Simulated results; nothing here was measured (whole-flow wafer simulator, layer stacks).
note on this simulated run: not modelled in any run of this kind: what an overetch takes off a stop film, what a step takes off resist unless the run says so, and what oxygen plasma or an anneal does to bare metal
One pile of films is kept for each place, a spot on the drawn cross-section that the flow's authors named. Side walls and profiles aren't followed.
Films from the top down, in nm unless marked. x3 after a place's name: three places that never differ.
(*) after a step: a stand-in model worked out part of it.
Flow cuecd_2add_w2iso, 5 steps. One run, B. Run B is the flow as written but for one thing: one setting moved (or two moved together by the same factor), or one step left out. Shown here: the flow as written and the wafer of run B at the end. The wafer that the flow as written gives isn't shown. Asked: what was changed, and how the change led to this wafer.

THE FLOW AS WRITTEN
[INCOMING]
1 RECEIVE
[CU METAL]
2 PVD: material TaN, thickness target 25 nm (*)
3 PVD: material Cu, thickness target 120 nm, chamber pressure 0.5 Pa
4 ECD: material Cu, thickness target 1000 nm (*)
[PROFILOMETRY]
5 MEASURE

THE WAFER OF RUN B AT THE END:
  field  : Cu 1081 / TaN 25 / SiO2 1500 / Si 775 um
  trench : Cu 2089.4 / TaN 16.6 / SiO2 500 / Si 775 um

The cause: step 3, PVD: thickness target 81 nm was run, where the flow has thickness target 120 nm.

How the change led to this, step by step:
  3 PVD: material Cu, thickness target 120 nm, chamber pressure 0.5 Pa
      field: Cu +81 (new film) (as written it would be: Cu +120 (new film))
      trench: Cu +54.7 (new film) (as written it would be: Cu +80.8 (new film))
